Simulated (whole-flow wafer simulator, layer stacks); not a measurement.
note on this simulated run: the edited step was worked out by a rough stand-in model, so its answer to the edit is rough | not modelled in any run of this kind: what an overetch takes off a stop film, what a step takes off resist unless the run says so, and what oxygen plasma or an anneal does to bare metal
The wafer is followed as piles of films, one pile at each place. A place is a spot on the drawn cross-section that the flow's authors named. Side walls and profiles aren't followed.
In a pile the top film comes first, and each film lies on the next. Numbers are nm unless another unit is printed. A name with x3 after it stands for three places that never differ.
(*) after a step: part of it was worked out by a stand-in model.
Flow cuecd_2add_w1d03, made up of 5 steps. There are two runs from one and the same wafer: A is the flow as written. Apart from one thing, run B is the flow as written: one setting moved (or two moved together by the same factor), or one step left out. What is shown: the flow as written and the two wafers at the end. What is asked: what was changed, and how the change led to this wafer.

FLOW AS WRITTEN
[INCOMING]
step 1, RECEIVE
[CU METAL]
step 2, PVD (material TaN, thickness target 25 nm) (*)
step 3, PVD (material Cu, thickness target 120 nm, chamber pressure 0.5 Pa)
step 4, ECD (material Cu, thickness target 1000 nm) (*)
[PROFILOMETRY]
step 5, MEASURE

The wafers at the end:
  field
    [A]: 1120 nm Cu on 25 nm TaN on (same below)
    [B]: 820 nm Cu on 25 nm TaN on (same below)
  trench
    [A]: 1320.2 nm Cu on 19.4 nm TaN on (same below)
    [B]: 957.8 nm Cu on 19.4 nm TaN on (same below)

The reason: step 4, ECD: thickness target 700 nm was run, while the flow as written has thickness target 1000 nm.

The path from the change to this, step by step:
  step 4, ECD (material Cu, thickness target 1000 nm) (*)
      field: A +1000 Cu | B +700 Cu
      trench: A +1226.8 Cu | B +864.4 Cu
